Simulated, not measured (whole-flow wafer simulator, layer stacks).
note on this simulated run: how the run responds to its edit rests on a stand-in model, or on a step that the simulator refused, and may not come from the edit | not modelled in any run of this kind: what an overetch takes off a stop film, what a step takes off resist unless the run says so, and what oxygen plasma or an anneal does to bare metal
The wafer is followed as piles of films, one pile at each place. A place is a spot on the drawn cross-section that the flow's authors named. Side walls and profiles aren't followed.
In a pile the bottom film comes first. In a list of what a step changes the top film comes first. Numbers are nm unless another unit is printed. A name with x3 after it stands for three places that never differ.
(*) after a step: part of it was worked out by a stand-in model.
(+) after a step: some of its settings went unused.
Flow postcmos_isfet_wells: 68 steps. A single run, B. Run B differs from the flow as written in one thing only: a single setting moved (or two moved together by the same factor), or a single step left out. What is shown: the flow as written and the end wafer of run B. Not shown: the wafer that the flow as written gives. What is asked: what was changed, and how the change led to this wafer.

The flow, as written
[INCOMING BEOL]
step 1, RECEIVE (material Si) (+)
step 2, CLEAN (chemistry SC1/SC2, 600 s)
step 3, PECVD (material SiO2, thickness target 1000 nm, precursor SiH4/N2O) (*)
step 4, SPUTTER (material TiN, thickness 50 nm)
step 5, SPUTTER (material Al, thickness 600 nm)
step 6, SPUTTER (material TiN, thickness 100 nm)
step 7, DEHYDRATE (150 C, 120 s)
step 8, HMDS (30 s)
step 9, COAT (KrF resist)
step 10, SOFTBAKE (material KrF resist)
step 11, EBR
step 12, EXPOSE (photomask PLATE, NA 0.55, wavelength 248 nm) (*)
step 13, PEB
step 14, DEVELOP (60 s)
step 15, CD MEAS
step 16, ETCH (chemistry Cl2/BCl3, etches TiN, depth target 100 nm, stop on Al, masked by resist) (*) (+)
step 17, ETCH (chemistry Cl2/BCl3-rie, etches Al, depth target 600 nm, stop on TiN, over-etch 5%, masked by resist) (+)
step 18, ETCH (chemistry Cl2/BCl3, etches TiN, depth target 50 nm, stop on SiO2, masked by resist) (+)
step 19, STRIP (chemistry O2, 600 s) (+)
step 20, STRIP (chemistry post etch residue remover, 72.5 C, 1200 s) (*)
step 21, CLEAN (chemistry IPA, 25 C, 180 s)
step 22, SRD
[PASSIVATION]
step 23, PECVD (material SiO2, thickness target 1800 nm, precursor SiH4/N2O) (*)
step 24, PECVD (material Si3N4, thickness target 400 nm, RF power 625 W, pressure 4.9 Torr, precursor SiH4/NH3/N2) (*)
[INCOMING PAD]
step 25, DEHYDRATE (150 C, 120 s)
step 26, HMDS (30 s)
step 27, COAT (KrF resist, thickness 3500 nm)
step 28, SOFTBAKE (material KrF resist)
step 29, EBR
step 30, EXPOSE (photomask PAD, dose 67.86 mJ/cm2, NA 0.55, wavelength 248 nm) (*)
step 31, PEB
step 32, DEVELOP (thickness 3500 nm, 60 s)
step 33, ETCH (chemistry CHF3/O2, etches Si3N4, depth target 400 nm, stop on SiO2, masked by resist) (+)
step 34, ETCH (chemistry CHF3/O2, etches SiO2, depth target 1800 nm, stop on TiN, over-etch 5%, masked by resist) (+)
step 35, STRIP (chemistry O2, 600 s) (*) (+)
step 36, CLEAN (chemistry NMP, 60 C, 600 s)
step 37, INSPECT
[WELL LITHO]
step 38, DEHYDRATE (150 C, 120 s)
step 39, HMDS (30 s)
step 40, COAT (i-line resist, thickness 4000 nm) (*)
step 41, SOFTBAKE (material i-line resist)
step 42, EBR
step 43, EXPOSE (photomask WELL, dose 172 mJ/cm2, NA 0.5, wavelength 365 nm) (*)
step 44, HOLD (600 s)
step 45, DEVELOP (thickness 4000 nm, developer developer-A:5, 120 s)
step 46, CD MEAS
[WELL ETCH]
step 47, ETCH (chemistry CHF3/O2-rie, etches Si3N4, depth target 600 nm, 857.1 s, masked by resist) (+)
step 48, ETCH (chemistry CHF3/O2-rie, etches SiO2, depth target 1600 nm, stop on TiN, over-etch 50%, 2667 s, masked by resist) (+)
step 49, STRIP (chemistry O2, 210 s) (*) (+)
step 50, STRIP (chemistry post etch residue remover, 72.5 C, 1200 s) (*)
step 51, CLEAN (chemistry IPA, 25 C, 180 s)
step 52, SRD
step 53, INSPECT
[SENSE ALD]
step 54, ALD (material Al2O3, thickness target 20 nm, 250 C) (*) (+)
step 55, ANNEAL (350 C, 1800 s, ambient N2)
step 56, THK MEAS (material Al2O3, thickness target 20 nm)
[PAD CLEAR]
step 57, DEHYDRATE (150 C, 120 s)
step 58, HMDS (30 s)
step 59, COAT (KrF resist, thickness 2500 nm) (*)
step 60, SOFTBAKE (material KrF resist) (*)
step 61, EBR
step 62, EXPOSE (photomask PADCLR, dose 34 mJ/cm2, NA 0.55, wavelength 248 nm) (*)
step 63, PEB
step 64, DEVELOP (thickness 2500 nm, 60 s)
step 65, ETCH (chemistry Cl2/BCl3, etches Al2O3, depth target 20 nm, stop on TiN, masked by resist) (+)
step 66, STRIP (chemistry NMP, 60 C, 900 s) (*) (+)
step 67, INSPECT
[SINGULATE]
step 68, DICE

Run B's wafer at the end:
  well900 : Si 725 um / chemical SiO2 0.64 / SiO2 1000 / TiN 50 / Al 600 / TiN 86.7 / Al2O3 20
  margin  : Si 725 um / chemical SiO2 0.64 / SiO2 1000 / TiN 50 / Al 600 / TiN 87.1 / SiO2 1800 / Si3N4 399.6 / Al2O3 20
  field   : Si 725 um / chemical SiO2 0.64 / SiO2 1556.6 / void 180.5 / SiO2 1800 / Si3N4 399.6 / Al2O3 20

What caused this: step 6, SPUTTER: thickness 87.5 nm was run, whereas the flow has thickness 100 nm.

The path from the change to this, step by step:
  step 6, SPUTTER (material TiN, thickness 100 nm)
      field, margin, well900 and 6 more: TiN gains 87.5 (new film) (as written it would have been: TiN gains 100 (new film))
  step 16, ETCH (chemistry Cl2/BCl3, etches TiN, depth target 100 nm, stop on Al, masked by resist) (*) (+)
      field: TiN loses 87.5 (all of it) (as written it would have been: TiN loses 100 (all of it))
  step 23, PECVD (material SiO2, thickness target 1800 nm, precursor SiH4/N2O) (*)
      field: SiO2 gains 1800 (new film), void gains 180.5 (new film), SiO2 gains 556.6 (as written it would have been: SiO2 gains 1800 (new film), void gains 189.9 (new film), SiO2 gains 559.7)
